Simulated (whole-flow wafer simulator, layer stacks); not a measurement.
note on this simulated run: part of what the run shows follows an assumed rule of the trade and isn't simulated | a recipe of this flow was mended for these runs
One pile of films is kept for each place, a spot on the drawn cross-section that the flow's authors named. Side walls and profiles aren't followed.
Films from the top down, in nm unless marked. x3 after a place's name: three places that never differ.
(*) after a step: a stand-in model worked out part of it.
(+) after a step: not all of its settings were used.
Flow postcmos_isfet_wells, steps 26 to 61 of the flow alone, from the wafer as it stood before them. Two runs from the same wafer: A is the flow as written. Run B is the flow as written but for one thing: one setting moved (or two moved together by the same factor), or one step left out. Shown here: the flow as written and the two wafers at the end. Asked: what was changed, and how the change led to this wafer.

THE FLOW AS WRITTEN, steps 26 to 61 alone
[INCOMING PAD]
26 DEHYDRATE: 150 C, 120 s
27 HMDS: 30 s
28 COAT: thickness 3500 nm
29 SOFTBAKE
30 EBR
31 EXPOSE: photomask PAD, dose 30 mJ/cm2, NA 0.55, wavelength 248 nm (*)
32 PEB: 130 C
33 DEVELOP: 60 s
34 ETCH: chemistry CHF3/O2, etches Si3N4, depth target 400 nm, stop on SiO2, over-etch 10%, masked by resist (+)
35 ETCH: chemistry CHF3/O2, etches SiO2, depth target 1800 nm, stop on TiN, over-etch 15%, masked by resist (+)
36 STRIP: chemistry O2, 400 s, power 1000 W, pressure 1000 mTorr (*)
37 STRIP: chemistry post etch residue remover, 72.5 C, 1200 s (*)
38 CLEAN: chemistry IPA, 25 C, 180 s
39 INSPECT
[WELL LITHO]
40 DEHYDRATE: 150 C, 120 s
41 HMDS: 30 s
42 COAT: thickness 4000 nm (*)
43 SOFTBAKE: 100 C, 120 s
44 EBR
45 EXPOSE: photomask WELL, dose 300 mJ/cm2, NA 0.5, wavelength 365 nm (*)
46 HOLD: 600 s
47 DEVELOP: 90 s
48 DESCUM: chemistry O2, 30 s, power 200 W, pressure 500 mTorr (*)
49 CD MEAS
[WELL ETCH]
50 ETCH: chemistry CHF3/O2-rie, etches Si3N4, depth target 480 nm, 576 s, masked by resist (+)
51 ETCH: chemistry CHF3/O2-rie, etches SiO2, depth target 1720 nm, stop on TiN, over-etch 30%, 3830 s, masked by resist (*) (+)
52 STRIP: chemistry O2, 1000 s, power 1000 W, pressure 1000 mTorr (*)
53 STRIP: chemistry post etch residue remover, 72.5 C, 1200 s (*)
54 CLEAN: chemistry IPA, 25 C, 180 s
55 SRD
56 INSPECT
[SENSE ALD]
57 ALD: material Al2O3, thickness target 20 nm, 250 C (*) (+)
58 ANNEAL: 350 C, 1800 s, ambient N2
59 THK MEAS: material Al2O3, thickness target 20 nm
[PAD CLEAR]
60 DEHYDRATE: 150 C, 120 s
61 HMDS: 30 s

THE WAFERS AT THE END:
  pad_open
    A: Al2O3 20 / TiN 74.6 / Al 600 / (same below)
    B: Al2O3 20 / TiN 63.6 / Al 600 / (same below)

The cause: step 34, ETCH: depth target 640 nm was run, where the flow has depth target 400 nm.

How the change led to this, step by step:
  34 ETCH: chemistry CHF3/O2, etches Si3N4, depth target 400 nm, stop on SiO2, over-etch 10%, masked by resist (+)
      field, margin x2, well900 x4, pad_clr: A thick-KrF-resist -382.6 | B thick-KrF-resist -612.2
      pad_open: A Si3N4 -400 (all of it), SiO2 -20 | B Si3N4 -400 (all of it), SiO2 -152
  35 ETCH: chemistry CHF3/O2, etches SiO2, depth target 1800 nm, stop on TiN, over-etch 15%, masked by resist (+)
      field, margin x2, well900 x4, pad_clr: A thick-KrF-resist -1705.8 | B thick-KrF-resist -1579.3
      pad_open: A SiO2 -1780 (all of it), TiN -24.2 | B SiO2 -1648 (all of it), TiN -35.2
  36 STRIP: chemistry O2, 400 s, power 1000 W, pressure 1000 mTorr (*)
      field, margin x2, well900 x4, pad_clr: A thick-KrF-resist -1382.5 (all of it) | B thick-KrF-resist -1279.5 (all of it)
